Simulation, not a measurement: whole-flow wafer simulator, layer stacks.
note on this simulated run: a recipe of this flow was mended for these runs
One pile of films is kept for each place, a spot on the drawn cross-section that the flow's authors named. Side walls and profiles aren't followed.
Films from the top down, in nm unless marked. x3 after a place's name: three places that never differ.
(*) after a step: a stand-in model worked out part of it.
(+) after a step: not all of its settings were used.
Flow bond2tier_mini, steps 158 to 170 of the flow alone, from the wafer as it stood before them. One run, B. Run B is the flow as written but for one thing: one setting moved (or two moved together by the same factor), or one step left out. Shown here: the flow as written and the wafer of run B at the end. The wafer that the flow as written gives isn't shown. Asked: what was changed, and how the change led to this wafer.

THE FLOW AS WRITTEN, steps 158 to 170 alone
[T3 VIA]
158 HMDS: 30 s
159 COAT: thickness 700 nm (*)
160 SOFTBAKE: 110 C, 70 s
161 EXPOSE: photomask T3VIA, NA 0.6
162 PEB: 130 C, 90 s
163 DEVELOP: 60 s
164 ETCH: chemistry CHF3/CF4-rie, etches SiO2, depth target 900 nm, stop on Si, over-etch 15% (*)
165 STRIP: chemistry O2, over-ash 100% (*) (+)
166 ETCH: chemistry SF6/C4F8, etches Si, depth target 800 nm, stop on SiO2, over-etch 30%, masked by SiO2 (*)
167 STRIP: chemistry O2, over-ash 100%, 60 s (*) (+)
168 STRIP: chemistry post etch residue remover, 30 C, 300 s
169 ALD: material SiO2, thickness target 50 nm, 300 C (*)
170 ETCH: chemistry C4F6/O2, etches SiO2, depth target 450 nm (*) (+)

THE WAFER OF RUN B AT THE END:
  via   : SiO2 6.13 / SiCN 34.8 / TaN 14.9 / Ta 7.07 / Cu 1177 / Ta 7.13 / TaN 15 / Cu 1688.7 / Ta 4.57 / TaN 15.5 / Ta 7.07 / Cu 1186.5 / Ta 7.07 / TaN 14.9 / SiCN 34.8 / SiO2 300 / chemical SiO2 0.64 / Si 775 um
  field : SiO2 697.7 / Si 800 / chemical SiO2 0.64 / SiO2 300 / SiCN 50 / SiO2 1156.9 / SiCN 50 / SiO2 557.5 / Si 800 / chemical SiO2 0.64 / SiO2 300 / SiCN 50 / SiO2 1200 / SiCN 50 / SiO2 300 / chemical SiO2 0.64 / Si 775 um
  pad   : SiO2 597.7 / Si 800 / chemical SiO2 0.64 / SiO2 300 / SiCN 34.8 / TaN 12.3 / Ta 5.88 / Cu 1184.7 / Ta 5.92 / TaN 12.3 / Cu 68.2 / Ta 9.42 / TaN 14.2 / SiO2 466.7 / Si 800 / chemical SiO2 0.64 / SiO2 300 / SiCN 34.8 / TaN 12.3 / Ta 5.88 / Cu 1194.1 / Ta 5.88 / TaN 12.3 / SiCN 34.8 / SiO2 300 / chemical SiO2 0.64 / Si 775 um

The cause: step 170, ETCH: depth target 342 nm was run, where the flow has depth target 450 nm.

How the change led to this, step by step:
  170 ETCH: chemistry C4F6/O2, etches SiO2, depth target 450 nm (*) (+)
      via: SiO2 -342 (as written it would be: SiO2 -348.1 (all of it), SiCN -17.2)
      field, pad: SiO2 -342 (as written it would be: SiO2 -450)
